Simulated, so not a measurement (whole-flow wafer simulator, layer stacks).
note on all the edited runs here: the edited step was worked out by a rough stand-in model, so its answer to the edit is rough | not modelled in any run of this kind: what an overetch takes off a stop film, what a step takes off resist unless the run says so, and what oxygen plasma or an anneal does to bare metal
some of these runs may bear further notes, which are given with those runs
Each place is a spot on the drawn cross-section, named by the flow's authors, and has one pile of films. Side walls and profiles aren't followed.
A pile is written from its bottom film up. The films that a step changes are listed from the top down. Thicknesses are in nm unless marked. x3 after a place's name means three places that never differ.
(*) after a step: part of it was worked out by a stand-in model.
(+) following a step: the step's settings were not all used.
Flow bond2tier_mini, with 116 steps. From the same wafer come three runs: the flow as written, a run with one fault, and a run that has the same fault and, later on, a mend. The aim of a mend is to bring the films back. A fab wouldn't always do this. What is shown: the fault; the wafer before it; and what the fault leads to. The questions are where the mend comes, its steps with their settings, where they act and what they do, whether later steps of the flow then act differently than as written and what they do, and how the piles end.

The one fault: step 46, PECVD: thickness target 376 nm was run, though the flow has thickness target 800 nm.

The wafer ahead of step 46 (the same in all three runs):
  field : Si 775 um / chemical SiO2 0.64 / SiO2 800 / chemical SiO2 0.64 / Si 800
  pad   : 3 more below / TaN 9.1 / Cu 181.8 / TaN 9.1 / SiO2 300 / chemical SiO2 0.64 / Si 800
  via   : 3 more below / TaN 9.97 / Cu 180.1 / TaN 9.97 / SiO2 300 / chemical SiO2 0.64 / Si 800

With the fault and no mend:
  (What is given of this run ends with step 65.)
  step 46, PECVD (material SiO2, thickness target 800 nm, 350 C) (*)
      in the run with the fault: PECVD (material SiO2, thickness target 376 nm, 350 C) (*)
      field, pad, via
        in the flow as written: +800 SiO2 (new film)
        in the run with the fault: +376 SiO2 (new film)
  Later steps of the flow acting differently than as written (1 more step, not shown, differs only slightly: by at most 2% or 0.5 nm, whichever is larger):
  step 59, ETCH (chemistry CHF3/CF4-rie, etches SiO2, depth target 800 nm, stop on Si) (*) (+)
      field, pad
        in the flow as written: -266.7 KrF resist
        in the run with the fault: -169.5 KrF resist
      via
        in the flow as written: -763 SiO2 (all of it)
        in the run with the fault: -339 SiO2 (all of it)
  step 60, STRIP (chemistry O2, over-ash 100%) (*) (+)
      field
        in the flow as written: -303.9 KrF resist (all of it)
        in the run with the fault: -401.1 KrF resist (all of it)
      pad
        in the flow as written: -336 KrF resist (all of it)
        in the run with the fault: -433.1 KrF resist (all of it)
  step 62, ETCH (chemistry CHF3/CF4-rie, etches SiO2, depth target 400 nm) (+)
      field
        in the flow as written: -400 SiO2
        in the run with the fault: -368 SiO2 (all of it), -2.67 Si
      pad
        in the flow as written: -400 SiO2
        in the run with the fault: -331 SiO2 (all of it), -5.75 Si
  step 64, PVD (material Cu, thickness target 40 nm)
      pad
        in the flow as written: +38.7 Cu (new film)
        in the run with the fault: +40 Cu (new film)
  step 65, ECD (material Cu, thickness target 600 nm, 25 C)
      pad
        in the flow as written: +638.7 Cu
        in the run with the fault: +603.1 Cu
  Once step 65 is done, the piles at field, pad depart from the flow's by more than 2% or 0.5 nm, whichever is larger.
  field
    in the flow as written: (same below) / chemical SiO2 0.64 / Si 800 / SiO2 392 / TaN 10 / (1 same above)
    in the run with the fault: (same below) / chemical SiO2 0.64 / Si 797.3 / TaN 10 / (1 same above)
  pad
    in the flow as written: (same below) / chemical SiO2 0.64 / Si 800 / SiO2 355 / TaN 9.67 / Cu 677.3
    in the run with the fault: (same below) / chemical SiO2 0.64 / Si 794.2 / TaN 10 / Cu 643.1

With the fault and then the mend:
  The mend follows step 46.
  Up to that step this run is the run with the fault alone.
  step 46a, PECVD (material SiO2, thickness target 424 nm, 350 C) (*) (the flow's step 46, run once more with other settings)
      field, pad, via
        +424 SiO2
  None of the later steps of the flow acts differently than as written at any place that is followed.
  By the end, the piles equal the flow's at every place that both follow.
